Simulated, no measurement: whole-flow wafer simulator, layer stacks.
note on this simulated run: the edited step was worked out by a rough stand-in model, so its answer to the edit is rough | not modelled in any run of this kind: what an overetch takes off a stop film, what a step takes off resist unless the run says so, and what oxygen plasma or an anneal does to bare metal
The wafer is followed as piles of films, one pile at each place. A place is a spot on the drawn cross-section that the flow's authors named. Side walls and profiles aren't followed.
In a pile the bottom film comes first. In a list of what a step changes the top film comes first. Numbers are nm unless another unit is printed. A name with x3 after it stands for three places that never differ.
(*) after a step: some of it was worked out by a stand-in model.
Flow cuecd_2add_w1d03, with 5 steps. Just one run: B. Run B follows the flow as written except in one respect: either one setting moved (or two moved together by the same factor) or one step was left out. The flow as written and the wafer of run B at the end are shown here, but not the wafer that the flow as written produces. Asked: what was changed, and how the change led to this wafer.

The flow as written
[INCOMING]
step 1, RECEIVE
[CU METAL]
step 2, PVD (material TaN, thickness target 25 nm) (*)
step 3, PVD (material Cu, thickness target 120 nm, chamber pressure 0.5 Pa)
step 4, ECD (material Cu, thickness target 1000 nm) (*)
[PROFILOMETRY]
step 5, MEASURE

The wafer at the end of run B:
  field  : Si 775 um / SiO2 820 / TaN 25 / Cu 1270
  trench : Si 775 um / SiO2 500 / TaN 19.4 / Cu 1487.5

What caused this: step 4, ECD: thickness target 1150 nm was run, whereas the flow has thickness target 1000 nm.

The path from the change to this, step by step:
  step 4, ECD (material Cu, thickness target 1000 nm) (*)
      field: Cu gains 1150 (as written it would have been: Cu gains 1000)
      trench: Cu gains 1394 (as written it would have been: Cu gains 1226.8)
